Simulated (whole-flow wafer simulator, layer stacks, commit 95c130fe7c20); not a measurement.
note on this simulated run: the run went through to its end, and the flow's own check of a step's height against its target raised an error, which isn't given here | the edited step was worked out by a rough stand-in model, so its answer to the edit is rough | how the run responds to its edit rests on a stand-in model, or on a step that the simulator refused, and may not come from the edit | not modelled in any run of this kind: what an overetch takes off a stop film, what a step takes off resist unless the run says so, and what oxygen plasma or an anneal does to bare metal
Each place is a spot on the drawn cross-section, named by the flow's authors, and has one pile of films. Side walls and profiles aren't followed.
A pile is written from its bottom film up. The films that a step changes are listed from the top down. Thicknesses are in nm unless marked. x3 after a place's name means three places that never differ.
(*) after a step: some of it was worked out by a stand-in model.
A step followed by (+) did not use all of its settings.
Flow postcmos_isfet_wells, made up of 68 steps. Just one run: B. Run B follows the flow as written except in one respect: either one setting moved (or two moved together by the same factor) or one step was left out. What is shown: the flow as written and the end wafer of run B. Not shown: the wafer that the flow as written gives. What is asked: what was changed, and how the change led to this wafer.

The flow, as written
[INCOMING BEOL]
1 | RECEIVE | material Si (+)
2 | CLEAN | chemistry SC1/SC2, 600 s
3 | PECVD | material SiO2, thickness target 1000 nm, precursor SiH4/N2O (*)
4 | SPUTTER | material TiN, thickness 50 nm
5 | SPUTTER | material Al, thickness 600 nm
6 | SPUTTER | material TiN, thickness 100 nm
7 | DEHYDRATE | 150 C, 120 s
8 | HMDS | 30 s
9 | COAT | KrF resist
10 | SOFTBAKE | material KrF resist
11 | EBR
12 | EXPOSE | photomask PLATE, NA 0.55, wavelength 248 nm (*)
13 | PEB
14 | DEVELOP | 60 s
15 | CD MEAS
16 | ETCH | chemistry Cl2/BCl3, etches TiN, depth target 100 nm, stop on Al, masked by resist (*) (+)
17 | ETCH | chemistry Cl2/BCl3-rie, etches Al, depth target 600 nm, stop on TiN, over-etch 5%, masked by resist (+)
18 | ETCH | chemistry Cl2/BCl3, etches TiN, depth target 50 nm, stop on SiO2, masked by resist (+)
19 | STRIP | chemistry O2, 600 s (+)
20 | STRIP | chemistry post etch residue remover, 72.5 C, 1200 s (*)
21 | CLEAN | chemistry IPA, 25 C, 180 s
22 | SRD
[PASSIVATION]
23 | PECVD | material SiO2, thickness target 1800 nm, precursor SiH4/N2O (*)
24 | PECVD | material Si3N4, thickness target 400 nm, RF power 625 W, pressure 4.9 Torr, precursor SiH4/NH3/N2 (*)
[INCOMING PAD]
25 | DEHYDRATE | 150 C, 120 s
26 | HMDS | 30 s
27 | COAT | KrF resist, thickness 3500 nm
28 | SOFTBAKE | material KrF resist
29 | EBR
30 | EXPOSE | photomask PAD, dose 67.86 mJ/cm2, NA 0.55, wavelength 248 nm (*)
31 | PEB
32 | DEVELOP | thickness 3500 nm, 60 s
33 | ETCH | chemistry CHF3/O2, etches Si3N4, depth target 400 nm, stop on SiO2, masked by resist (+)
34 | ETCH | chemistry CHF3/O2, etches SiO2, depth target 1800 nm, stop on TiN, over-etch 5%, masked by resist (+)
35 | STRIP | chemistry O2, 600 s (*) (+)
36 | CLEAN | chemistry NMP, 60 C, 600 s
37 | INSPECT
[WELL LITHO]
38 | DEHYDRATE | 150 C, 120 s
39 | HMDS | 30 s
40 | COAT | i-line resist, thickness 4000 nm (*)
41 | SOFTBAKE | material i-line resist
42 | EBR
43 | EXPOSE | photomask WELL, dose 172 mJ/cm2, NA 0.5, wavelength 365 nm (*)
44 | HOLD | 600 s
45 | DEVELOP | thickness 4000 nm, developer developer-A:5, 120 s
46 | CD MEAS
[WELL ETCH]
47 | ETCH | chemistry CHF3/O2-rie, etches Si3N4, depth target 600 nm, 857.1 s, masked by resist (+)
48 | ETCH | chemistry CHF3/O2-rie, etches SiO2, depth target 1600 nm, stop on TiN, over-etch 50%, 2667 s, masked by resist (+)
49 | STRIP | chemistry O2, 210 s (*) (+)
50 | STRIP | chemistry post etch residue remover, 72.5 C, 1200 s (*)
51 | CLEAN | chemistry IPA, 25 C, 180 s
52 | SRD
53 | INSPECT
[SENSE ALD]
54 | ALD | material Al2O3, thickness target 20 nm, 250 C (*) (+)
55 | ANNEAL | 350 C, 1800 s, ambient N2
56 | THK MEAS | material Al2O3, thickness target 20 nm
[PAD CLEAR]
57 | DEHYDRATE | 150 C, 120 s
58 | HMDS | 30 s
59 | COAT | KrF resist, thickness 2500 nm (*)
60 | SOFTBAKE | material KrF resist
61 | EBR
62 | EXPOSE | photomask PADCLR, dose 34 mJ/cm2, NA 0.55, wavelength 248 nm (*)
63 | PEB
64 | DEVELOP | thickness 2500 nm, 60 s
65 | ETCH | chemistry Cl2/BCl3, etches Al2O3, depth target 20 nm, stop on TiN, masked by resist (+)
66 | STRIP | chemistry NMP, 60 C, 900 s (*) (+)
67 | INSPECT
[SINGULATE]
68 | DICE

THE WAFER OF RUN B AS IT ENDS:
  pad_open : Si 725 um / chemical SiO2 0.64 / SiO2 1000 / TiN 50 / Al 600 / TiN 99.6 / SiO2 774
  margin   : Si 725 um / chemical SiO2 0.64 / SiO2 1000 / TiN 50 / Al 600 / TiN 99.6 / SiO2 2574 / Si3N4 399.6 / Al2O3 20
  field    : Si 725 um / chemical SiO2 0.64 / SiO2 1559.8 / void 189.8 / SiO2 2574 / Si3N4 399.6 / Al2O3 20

Cause: step 23, PECVD: thickness target 2574 nm was run, whereas the flow has thickness target 1800 nm.
The wafer itself shows it: margin has SiO2 2574, and step 23 as written asks for 1800 nm.

How this came from the change, step by step:
  23 | PECVD | material SiO2, thickness target 1800 nm, precursor SiH4/N2O (*)
      margin, well900, well1300 x3, pad_rim, pad_clr, pad_open: +2574 SiO2 (new film) (as written it would have been: +1800 SiO2 (new film))
      field: +2574 SiO2 (new film), +189.8 void (new film), +559.8 SiO2 (as written it would have been: +1800 SiO2 (new film), +189.9 void (new film), +559.7 SiO2)
  34 | ETCH | chemistry CHF3/O2, etches SiO2, depth target 1800 nm, stop on TiN, over-etch 5%, masked by resist (+)
      pad_open: -1800 SiO2 (as written it would have been: -1800 SiO2 (all of it))
  48 | ETCH | chemistry CHF3/O2-rie, etches SiO2, depth target 1600 nm, stop on TiN, over-etch 50%, 2667 s, masked by resist (+)
      well900, well1300 x3: -2374 SiO2 (all of it) (as written it would have been: -1600 SiO2 (all of it))
  59 | COAT | KrF resist, thickness 2500 nm (*)
      field: +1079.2 KrF resist (new film) (as written it would have been: +1449 KrF resist (new film))
      margin: +1079.1 KrF resist (new film) (as written it would have been: +1448.9 KrF resist (new film))
  63 | PEB
      field, margin: -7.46 KrF resist (as written it would have been: -10.1 KrF resist)
  66 | STRIP | chemistry NMP, 60 C, 900 s (*) (+)
      field: -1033 KrF resist (all of it) (as written it would have been: -1400.1 KrF resist (all of it))
      margin: -1032.9 KrF resist (all of it) (as written it would have been: -1400.1 KrF resist (all of it))
